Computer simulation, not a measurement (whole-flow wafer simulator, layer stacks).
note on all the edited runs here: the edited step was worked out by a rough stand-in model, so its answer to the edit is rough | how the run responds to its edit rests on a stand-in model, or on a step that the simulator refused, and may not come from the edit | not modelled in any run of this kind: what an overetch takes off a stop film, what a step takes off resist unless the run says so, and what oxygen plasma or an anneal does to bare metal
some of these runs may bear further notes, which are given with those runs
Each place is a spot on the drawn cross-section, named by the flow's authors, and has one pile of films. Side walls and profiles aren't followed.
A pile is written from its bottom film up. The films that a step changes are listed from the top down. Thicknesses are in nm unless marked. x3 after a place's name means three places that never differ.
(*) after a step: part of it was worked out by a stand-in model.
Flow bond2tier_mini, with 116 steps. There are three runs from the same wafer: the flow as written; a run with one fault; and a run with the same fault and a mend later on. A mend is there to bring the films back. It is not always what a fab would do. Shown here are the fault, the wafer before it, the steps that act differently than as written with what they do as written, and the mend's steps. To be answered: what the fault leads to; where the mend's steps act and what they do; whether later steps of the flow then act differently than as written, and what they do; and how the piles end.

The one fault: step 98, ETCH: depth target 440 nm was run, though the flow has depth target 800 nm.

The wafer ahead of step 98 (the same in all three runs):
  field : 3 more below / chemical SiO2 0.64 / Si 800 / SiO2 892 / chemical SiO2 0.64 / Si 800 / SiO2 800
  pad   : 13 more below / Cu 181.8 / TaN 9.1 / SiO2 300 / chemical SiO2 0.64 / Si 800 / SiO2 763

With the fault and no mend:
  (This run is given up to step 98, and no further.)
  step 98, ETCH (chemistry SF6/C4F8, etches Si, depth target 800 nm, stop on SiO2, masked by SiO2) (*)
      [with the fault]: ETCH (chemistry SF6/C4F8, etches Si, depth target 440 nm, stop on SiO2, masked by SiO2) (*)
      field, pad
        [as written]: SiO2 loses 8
        [with the fault]: SiO2 loses 4.4
  The piles after step 98 are only slightly different from the flow's at the places that both follow, by no more than 2% or 0.5 nm, whichever is larger.

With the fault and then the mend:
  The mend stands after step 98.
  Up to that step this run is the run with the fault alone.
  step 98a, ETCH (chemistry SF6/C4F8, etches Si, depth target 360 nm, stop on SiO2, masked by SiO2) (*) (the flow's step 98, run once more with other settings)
      field, pad
        SiO2 loses 3.6
  None of the later steps of the flow acts differently than as written at any place that is followed.
  The piles end the same as the flow's at every place that both follow.
